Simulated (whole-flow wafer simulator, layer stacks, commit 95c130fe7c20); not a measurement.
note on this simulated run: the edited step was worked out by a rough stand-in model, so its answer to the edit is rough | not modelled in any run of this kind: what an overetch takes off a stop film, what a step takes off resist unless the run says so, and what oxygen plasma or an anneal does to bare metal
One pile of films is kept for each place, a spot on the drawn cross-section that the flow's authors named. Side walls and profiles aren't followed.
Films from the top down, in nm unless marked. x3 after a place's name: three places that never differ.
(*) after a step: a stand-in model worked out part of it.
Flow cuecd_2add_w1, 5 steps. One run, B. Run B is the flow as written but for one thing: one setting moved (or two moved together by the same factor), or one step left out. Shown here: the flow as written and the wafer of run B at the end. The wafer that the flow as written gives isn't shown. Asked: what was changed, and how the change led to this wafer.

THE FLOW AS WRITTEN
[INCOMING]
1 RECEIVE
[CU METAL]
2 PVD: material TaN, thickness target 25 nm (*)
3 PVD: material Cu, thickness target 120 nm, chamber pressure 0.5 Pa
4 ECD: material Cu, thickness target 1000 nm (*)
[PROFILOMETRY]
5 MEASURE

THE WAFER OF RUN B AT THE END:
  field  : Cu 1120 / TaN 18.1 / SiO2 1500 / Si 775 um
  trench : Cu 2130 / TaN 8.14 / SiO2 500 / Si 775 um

The cause: step 2, PVD: thickness target 18.1 nm was run, where the flow has thickness target 25 nm.
It can be read off the wafer: field has TaN 18.1, and step 2 as written asks for 25 nm.

How the change led to this, step by step:
  2 PVD: material TaN, thickness target 25 nm (*)
      field: TaN +18.1 (new film) (as written it would be: TaN +25 (new film))
      trench: TaN +8.14 (new film) (as written it would be: TaN +11.2 (new film))
